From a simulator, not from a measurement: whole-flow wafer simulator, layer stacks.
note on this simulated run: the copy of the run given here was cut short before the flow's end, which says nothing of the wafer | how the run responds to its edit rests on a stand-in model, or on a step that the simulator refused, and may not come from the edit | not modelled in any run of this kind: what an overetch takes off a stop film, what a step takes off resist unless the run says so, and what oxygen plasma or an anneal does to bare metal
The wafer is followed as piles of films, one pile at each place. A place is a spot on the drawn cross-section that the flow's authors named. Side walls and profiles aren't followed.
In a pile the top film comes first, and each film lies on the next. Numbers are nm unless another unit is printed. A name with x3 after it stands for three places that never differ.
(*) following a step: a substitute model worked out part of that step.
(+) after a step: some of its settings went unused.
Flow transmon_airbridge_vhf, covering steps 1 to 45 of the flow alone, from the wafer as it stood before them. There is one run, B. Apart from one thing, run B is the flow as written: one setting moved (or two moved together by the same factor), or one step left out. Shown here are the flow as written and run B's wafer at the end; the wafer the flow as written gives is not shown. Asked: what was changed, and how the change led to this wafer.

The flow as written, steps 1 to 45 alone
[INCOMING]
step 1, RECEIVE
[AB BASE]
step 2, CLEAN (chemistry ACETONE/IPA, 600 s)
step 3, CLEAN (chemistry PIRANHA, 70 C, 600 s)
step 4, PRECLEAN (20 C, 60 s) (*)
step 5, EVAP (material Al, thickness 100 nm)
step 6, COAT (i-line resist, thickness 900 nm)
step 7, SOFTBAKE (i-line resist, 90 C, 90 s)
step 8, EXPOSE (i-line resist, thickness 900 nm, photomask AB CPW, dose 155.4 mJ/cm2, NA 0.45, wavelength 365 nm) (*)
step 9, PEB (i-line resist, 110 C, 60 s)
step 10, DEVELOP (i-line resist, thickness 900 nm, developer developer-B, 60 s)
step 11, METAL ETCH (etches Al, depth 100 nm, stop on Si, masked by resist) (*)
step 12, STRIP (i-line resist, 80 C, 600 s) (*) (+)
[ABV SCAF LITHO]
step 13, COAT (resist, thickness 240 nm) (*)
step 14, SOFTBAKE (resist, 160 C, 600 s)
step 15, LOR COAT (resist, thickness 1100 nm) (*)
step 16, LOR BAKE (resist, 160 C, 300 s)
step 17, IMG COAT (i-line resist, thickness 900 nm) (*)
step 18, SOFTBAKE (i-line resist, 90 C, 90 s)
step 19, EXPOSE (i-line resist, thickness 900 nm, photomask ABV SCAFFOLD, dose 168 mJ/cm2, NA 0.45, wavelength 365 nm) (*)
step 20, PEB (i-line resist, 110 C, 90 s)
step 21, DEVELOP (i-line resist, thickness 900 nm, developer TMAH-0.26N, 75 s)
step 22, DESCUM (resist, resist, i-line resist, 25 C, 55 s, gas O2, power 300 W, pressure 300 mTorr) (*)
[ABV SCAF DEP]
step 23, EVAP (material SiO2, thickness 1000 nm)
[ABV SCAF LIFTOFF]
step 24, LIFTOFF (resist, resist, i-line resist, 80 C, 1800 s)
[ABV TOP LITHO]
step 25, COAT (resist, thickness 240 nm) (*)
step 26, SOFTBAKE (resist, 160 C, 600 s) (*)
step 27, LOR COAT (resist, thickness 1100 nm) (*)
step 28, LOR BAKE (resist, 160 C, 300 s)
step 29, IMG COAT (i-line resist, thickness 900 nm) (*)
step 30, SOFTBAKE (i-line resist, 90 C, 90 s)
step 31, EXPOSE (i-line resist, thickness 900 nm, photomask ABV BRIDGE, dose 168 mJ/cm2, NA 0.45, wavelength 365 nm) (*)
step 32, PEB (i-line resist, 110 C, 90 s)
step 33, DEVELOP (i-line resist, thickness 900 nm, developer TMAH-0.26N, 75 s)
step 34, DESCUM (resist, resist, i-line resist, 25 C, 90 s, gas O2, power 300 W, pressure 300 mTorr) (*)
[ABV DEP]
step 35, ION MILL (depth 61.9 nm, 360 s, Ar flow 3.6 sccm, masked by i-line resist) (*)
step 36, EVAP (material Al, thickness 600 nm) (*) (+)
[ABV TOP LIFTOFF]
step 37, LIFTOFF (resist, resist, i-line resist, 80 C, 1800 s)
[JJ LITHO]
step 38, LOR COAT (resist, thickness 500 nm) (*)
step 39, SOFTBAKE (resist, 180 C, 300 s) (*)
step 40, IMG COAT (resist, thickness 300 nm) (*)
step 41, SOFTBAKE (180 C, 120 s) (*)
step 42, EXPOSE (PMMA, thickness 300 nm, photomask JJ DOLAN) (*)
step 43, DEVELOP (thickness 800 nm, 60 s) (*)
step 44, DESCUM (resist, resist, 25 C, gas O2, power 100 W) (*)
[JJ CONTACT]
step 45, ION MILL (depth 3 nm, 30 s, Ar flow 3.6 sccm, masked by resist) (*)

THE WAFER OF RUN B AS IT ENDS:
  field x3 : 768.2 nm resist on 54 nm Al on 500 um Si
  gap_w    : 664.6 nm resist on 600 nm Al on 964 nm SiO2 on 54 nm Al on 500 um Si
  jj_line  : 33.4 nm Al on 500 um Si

Cause: step 5, EVAP: thickness 154 nm was run, while the flow as written has thickness 100 nm.

Step by step, how the change led to this:
  step 5, EVAP (material Al, thickness 100 nm)
      field x3, jj_line, ground_far and 12 more: +154 Al (new film) (as written it would have been: +100 Al (new film))
  step 11, METAL ETCH (etches Al, depth 100 nm, stop on Si, masked by resist) (*)
      field x3, jj_line, gap_w, gap_e: -100 Al (as written it would have been: -100 Al (all of it))
  step 45, ION MILL (depth 3 nm, 30 s, Ar flow 3.6 sccm, masked by resist) (*)
      jj_line: -20.6 Al (as written it would have been: -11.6 Si)
If metal films that touch count as one body, field x3 has 1 body; the flow as written gives 0 bodies.
If metal films that touch count as one body, gap_w has 2 bodies (between them, from the top down: SiO2 964); the flow as written gives 1 body.
If metal films that touch count as one body, jj_line has 1 body; the flow as written gives 0 bodies.
